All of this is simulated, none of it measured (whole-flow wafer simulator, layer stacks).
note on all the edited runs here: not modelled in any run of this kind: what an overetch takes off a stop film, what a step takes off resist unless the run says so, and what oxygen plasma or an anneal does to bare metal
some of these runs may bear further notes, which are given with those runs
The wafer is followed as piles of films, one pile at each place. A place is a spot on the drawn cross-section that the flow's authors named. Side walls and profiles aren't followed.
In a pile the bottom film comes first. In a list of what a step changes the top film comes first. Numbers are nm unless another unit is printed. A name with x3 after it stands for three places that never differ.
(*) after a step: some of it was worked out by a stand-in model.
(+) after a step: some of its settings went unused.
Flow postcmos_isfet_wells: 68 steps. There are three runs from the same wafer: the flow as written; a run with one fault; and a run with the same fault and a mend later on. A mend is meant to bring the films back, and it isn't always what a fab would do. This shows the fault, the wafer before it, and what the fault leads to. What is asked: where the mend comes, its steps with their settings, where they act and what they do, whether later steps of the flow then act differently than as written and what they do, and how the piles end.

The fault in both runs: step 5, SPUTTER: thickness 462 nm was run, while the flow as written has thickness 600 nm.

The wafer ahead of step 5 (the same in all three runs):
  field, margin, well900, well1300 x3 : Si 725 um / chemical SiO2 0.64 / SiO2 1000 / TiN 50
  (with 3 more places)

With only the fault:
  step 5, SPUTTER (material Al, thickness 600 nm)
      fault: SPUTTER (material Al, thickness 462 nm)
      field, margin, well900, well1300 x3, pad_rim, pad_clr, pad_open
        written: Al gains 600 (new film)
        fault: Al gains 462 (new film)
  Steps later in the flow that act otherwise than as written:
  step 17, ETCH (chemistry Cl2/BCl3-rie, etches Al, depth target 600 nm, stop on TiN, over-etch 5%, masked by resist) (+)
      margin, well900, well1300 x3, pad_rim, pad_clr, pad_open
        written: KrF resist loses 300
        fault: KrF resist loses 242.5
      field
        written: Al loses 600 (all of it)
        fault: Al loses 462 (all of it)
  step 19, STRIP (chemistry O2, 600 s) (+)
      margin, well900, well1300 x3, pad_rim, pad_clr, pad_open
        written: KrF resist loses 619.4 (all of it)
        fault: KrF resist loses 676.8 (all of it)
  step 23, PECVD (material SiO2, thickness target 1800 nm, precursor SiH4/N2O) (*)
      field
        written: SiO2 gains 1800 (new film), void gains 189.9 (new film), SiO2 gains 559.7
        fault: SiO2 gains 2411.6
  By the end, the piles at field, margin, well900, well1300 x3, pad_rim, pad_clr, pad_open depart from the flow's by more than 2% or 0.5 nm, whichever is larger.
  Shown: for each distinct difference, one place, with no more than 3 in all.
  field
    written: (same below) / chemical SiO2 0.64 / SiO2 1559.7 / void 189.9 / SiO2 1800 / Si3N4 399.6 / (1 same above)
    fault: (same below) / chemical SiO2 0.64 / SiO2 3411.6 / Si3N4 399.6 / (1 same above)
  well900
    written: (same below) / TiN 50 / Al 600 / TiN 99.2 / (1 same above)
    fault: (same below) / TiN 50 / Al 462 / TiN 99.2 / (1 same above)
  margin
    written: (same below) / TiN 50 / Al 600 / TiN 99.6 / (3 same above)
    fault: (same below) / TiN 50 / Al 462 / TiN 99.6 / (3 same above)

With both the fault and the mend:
  The mend follows step 5.
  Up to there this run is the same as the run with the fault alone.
  step 5a, SPUTTER (material Al, thickness 138 nm) (the flow's step 5, run once more with other settings)
      field, margin, well900, well1300 x3, pad_rim, pad_clr, pad_open
        Al gains 138
  None of the later steps of the flow acts differently than as written at any place that is followed.
  The piles end the same as the flow's at every place that both follow.
